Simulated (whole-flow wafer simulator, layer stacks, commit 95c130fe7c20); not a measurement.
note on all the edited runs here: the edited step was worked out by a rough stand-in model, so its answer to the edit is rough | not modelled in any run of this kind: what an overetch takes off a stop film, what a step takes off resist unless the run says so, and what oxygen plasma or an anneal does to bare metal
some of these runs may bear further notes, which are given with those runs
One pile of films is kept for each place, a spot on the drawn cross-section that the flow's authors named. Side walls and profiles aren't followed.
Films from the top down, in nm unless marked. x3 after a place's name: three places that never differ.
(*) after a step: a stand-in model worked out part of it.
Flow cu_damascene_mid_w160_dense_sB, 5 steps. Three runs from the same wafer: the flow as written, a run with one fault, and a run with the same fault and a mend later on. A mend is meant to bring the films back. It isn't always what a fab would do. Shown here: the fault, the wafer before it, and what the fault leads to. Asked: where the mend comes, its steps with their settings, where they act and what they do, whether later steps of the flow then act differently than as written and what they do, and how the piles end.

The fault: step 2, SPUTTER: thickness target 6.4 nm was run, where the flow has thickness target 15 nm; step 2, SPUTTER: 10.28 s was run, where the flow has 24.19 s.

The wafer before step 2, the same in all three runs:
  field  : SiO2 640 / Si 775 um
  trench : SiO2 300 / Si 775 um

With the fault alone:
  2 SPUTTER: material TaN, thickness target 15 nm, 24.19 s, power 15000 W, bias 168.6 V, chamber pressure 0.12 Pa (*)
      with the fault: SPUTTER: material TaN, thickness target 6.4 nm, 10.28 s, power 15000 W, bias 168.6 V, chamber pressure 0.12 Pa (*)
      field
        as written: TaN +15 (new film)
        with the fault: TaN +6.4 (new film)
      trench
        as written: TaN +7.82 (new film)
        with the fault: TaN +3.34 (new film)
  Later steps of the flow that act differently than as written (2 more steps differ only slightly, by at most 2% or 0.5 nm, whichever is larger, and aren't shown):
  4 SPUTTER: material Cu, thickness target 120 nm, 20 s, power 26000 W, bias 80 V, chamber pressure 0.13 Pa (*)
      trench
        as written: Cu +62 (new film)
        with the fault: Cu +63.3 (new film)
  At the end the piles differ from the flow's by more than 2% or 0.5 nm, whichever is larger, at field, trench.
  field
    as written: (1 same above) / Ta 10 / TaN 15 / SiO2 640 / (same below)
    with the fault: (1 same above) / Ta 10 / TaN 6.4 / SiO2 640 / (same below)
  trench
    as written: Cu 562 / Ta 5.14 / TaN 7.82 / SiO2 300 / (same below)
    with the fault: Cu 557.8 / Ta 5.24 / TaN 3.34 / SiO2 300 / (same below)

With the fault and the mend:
  The mend comes after step 2.
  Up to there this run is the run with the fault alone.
  2a SPUTTER: material TaN, thickness target 8.6 nm, 13.87 s, power 15000 W, bias 168.6 V, chamber pressure 0.12 Pa (*) (the flow's step 2 once more, with other settings)
      field
        TaN +8.6
      trench
        TaN +4.41
  No later step of the flow acts differently than as written, at any place that is followed, by more than 2% or 0.5 nm, whichever is larger.
  At the end the piles differ from the flow's only slightly at the places that both follow, by at most 2% or 0.5 nm, whichever is larger.
